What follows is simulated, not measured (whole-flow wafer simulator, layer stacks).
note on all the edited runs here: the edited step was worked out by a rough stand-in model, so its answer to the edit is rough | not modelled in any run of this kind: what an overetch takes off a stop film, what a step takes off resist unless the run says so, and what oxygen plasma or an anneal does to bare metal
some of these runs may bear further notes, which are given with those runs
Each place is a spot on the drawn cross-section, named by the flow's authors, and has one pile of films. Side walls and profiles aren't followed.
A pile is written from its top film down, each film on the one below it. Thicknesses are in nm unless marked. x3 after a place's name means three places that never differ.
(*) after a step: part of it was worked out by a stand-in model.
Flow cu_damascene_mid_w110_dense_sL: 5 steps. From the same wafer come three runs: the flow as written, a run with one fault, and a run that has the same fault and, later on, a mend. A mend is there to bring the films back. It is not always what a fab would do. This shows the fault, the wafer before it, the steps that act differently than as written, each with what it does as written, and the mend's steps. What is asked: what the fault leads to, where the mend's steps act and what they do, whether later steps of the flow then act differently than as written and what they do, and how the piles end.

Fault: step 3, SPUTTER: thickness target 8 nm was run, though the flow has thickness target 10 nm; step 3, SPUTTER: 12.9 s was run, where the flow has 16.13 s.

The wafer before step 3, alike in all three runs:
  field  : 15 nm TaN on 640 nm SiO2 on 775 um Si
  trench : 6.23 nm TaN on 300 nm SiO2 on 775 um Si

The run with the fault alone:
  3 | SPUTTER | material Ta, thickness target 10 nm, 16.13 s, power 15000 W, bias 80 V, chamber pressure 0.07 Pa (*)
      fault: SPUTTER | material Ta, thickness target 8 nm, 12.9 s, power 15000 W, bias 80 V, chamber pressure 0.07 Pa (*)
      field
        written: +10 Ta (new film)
        fault: +8 Ta (new film)
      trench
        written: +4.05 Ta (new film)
        fault: +3.24 Ta (new film)
  Every later step of the flow that is run acts as written, at every place that is followed, to within 2% or 0.5 nm, whichever is larger.
  The piles end different from the flow's at field, trench by more than 2% or 0.5 nm, whichever is larger.
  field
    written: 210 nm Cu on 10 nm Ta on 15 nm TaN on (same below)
    fault: 210 nm Cu on 8 nm Ta on 15 nm TaN on (same below)
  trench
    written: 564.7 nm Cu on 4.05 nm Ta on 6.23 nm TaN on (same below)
    fault: 563.5 nm Cu on 3.24 nm Ta on 6.23 nm TaN on (same below)

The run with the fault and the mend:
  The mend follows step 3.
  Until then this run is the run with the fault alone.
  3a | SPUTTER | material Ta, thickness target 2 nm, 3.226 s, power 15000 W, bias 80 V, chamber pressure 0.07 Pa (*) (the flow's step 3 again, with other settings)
      field
        +2 Ta
      trench
        +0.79 Ta
  Every later step of the flow that is run acts as written at every place that is followed.
  When the end is reached, the piles differ only a little from the flow's at the places that both follow, at most by 2% or 0.5 nm, whichever is larger.
